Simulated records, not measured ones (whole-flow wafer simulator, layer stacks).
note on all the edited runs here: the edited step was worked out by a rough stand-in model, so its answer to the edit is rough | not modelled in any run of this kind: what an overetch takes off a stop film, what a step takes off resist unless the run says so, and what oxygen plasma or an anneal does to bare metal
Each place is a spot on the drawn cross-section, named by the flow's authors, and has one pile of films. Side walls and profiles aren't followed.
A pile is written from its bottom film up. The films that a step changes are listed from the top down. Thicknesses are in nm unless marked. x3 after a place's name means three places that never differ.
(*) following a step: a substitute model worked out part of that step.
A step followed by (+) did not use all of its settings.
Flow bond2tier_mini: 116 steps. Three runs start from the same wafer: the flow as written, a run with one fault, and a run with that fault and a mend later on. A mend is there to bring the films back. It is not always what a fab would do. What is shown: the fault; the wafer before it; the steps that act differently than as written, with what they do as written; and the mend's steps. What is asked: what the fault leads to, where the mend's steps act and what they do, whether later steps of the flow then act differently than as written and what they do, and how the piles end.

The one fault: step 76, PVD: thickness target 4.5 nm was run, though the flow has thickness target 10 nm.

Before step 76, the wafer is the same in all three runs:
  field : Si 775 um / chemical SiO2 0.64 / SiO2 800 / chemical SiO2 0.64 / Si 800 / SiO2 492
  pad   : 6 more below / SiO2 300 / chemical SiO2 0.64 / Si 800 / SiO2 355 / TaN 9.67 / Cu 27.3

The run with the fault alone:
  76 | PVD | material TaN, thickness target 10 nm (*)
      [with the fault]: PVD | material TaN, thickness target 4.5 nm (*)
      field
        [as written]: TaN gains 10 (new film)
        [with the fault]: TaN gains 4.5 (new film)
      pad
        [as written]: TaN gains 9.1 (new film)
        [with the fault]: TaN gains 4.1 (new film)
  Steps further on in the flow that do not act as written (not shown: 1 more step that differs only slightly, by at most 2% or 0.5 nm, whichever is larger):
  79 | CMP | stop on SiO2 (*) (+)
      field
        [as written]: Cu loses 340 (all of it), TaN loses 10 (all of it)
        [with the fault]: Cu loses 340 (all of it), TaN loses 4.5 (all of it)
  The piles end different from the flow's at pad by more than 2% or 0.5 nm, whichever is larger.
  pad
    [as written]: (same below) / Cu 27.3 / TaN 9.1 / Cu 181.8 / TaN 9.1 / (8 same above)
    [with the fault]: (same below) / Cu 27.3 / TaN 4.1 / Cu 186.8 / TaN 9.1 / (8 same above)

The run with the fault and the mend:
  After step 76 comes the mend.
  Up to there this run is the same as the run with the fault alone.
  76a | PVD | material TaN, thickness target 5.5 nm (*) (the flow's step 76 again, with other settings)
      field
        TaN gains 5.5
      pad
        TaN gains 5
  Every later step of the flow that is run acts as written at every place that is followed.
  The piles end the same as the flow's at every place that both follow.
